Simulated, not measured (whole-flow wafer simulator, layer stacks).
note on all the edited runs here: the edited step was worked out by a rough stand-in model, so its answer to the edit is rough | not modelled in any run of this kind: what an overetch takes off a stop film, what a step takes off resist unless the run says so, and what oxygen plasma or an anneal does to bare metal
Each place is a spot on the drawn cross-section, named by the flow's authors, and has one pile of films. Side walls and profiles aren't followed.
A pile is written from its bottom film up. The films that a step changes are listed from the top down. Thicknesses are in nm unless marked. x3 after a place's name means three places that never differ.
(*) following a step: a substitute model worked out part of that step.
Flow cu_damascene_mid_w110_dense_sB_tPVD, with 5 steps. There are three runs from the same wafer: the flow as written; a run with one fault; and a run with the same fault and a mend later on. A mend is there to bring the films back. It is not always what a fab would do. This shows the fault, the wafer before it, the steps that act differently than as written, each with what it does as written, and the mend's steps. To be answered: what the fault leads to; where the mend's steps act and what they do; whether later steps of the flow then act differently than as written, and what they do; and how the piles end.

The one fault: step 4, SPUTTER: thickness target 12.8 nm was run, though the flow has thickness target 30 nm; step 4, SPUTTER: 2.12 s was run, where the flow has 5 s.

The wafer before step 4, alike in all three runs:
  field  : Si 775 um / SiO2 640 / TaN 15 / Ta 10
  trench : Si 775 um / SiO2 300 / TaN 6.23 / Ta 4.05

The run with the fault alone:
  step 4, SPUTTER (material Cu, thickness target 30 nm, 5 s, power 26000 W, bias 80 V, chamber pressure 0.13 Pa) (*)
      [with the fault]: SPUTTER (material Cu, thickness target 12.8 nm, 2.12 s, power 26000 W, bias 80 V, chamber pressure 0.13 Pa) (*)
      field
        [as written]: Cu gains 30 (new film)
        [with the fault]: Cu gains 12.8 (new film)
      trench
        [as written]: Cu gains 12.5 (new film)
        [with the fault]: Cu gains 5.33 (new film)
  Later steps of the flow acting differently than as written:
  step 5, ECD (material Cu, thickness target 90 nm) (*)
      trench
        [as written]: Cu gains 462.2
        [with the fault]: Cu gains 452.2
  At field, trench, the piles at the end differ from the flow's by more than 2% or 0.5 nm, whichever is larger.
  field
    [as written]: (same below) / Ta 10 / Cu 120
    [with the fault]: (same below) / Ta 10 / Cu 102.8
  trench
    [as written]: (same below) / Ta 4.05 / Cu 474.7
    [with the fault]: (same below) / Ta 4.05 / Cu 457.5

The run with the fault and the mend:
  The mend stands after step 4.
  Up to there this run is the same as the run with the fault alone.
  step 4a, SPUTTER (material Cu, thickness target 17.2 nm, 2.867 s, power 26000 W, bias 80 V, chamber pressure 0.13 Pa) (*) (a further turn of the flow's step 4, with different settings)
      field
        Cu gains 17.2
      trench
        Cu gains 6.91
  None of the later steps of the flow differs from how it acts as written, at any place that is followed, by more than 2% or 0.5 nm, whichever is larger.
  At every place that both follow, the piles at the end match the flow's.
